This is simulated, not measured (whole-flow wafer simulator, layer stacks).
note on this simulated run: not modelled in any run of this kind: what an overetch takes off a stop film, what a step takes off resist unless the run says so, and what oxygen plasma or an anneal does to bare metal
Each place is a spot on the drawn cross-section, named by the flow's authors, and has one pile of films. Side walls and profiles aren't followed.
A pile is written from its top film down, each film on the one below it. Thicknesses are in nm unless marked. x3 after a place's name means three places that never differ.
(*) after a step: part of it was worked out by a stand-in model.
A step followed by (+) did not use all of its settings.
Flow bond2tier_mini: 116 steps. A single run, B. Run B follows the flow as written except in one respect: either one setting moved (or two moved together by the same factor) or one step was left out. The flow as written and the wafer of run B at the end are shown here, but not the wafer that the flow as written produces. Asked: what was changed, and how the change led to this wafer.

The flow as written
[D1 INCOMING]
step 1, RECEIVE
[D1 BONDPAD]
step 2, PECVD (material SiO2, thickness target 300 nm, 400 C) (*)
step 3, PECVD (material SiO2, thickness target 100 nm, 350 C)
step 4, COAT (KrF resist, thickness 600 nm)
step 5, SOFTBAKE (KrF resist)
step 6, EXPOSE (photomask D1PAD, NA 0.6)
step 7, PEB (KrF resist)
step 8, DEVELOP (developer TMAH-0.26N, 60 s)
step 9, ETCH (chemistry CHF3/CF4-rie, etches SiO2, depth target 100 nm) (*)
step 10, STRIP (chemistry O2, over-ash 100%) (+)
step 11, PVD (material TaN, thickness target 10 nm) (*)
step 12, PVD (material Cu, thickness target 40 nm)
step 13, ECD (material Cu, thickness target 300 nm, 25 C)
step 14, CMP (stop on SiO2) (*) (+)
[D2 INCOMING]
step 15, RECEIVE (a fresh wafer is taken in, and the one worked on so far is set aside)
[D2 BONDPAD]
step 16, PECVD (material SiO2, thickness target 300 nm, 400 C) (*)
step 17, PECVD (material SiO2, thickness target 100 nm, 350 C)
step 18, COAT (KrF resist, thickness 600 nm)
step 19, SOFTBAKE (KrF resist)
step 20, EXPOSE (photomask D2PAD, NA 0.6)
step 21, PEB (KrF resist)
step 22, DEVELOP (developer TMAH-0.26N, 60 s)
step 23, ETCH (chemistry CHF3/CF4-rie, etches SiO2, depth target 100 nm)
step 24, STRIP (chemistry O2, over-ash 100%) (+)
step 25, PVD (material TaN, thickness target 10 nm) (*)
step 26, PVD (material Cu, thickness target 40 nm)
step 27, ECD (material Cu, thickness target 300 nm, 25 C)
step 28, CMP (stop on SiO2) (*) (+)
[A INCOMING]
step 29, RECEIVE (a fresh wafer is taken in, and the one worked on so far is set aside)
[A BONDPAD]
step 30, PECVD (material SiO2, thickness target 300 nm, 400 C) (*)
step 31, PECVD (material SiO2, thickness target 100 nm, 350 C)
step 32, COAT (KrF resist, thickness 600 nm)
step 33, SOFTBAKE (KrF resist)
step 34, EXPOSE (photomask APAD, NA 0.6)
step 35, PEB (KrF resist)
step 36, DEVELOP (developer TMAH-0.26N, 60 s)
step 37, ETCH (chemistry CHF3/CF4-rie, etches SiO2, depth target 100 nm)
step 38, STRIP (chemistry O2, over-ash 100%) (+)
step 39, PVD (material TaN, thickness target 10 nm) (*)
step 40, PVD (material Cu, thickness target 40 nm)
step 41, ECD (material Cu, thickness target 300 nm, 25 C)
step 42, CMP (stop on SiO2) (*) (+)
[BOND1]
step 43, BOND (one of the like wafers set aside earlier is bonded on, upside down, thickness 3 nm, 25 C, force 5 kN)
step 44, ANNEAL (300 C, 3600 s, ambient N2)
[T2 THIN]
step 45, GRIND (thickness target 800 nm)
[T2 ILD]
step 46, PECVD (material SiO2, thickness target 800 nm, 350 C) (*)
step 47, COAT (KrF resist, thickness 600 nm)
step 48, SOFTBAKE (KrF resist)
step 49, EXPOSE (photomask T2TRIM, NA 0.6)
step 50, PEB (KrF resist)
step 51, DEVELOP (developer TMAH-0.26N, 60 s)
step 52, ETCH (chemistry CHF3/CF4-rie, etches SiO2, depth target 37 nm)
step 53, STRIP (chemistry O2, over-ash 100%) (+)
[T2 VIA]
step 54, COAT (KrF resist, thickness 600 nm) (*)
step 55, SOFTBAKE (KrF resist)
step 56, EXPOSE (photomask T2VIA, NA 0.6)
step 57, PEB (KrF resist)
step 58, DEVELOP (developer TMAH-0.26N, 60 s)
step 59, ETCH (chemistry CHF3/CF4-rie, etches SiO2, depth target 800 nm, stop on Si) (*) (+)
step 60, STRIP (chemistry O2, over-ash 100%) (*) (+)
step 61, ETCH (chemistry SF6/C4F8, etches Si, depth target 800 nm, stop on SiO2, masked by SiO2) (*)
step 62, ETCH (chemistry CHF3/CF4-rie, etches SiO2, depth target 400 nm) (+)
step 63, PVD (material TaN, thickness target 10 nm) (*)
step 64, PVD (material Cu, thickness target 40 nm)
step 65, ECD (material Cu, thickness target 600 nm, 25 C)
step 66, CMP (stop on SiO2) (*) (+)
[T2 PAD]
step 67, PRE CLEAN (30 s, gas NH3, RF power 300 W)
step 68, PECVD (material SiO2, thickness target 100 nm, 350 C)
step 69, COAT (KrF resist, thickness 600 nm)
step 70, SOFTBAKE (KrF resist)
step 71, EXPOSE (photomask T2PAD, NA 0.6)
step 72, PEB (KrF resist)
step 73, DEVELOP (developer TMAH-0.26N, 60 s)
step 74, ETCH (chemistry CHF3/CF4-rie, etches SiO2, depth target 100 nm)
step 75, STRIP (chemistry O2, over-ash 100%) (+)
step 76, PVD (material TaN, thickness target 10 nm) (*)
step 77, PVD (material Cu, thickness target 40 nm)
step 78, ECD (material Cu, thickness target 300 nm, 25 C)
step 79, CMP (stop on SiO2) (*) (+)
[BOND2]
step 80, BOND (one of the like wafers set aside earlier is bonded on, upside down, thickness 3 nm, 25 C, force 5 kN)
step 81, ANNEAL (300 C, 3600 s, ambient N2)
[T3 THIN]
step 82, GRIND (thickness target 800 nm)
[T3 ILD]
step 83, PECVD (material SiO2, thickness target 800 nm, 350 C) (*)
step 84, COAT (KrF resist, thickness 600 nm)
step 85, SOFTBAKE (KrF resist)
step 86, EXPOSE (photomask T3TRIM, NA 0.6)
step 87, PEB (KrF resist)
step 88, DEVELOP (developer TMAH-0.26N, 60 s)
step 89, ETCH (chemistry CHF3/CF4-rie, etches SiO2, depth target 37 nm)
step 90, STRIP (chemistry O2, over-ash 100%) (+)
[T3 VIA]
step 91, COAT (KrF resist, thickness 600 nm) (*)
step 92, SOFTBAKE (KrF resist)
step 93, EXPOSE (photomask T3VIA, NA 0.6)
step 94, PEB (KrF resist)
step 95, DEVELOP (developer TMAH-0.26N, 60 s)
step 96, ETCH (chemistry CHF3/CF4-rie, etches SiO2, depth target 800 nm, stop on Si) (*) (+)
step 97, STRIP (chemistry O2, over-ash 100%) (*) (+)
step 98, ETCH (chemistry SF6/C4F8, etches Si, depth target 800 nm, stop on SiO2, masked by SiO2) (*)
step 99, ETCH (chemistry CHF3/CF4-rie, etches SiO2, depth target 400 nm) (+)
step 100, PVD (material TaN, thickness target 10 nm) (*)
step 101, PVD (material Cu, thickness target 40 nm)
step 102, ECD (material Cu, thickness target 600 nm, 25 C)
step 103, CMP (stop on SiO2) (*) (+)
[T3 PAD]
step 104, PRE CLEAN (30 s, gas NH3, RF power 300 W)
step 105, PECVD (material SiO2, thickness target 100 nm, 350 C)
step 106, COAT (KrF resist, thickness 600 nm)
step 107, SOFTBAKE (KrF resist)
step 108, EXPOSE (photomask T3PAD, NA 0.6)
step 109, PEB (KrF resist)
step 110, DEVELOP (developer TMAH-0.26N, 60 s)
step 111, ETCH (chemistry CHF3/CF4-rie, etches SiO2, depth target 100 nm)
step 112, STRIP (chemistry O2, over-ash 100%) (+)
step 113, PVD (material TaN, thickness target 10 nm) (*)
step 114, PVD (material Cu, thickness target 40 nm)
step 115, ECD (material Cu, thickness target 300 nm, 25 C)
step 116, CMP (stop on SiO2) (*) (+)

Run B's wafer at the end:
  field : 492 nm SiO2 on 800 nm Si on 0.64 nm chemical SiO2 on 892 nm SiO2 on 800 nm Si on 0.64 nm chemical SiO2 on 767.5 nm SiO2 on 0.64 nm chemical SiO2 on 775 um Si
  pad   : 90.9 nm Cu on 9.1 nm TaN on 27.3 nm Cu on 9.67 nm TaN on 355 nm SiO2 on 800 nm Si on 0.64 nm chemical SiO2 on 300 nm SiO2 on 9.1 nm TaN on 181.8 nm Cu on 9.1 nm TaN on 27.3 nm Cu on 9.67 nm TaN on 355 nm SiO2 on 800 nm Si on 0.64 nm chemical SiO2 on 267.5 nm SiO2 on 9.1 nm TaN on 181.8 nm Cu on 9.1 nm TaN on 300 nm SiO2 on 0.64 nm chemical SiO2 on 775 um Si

Cause: step 3, PECVD: thickness target 67.5 nm was run, though the flow has thickness target 100 nm.

The path from the change to this, step by step:
  step 3, PECVD (material SiO2, thickness target 100 nm, 350 C)
      field, pad, via: SiO2 gains 67.5 (as written it would have been: SiO2 gains 100)
  step 43, BOND (one of the like wafers set aside earlier is bonded on, upside down, thickness 3 nm, 25 C, force 5 kN)
      field: Si gains 775 um (new film), chemical SiO2 gains 0.64 (new film), SiO2 gains 367.5 (as written it would have been: Si gains 775 um (new film), chemical SiO2 gains 0.64 (new film), SiO2 gains 400)
      pad: Si gains 775 um (new film), chemical SiO2 gains 0.64 (new film), SiO2 gains 267.5 (new film), TaN gains 9.1 (new film), Cu gains 90.9 (as written it would have been: Si gains 775 um (new film), chemical SiO2 gains 0.64 (new film), SiO2 gains 300 (new film), TaN gains 9.1 (new film), Cu gains 90.9)
      (also at 1 further place)
